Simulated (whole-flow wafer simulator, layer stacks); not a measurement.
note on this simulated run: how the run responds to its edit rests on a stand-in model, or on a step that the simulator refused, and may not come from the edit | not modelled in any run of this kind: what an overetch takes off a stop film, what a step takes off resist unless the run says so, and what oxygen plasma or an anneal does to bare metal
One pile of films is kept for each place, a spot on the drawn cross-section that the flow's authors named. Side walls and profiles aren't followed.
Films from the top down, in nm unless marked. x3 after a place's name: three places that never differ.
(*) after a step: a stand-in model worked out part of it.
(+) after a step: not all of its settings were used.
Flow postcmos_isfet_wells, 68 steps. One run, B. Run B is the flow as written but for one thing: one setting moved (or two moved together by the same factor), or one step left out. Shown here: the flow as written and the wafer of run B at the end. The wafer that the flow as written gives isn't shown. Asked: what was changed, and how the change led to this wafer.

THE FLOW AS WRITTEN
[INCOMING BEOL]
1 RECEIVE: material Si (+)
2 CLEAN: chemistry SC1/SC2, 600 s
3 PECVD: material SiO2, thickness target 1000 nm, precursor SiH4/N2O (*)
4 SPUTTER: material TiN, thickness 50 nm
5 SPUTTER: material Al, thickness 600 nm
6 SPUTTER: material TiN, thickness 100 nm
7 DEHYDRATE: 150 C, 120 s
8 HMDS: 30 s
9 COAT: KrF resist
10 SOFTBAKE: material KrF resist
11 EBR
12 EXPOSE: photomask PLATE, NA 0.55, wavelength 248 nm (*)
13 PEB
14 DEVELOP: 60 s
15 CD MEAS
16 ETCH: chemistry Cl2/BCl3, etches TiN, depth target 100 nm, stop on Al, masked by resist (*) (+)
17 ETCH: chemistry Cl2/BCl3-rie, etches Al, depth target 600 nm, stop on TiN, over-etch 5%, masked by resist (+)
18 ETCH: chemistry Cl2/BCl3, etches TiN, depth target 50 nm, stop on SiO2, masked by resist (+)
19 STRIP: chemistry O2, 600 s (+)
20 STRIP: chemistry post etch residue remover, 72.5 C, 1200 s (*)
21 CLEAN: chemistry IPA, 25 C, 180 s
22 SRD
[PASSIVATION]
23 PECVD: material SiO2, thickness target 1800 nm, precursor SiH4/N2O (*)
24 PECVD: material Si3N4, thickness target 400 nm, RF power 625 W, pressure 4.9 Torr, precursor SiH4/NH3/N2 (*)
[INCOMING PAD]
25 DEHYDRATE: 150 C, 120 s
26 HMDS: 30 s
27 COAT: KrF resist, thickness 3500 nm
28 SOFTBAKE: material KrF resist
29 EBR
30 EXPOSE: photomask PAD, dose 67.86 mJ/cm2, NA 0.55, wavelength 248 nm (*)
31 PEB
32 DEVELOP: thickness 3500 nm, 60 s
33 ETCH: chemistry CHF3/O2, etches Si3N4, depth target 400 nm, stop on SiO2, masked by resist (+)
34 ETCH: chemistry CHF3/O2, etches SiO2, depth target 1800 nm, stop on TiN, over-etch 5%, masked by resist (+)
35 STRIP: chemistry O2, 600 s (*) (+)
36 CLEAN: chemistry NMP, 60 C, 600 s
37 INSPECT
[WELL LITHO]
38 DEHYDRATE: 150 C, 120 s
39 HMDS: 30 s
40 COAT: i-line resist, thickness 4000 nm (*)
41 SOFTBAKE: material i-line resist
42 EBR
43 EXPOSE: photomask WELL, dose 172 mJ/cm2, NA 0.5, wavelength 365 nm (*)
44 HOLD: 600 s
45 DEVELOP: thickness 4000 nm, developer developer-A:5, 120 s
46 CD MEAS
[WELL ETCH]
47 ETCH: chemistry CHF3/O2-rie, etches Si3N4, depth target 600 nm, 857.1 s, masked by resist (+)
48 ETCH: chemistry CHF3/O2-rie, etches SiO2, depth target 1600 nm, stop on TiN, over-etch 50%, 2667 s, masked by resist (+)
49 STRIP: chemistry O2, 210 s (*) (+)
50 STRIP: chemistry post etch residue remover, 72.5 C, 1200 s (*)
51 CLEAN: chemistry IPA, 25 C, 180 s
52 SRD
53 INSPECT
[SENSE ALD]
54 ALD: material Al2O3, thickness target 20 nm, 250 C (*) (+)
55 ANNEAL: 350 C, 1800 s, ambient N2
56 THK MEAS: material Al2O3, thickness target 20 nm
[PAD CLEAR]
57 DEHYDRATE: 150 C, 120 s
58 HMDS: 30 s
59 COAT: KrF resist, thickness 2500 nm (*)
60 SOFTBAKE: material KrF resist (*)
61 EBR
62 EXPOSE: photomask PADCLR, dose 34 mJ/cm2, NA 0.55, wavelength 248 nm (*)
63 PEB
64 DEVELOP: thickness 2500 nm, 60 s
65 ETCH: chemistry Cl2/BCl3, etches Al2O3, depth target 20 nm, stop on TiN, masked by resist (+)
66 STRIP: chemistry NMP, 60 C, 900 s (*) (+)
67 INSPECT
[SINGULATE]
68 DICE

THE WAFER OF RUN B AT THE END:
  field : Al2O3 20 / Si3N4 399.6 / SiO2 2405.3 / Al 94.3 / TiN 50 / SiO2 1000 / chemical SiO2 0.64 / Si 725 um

The cause: step 17, ETCH: depth target 450 nm was run, where the flow has depth target 600 nm.

How the change led to this, step by step:
  17 ETCH: chemistry Cl2/BCl3-rie, etches Al, depth target 600 nm, stop on TiN, over-etch 5%, masked by resist (+)
      field: Al -450 (as written it would be: Al -600 (all of it))
      margin, well900, well1300, well2000, well3000, pad_rim, pad_clr, pad_open: KrF resist -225 (as written it would be: KrF resist -300)
  18 ETCH: chemistry Cl2/BCl3, etches TiN, depth target 50 nm, stop on SiO2, masked by resist (+)
      field: Al -50 (as written it would be: TiN -50 (all of it))
  19 STRIP: chemistry O2, 600 s (+)
      margin, well900, well1300, well2000, well3000, pad_rim, pad_clr, pad_open: KrF resist -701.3 (all of it) (as written it would be: KrF resist -626.3 (all of it))
  20 STRIP: chemistry post etch residue remover, 72.5 C, 1200 s (*)
      field: Al -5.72 (as written it would be: nothing)
  23 PECVD: material SiO2, thickness target 1800 nm, precursor SiH4/N2O (*)
      field: SiO2 +2405.3 (new film) (as written it would be: SiO2 +1800 (new film), void +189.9 (new film), SiO2 +559.7)
Counting metal films that touch as one body, field has 1 body; the flow as written gives 0 bodies.
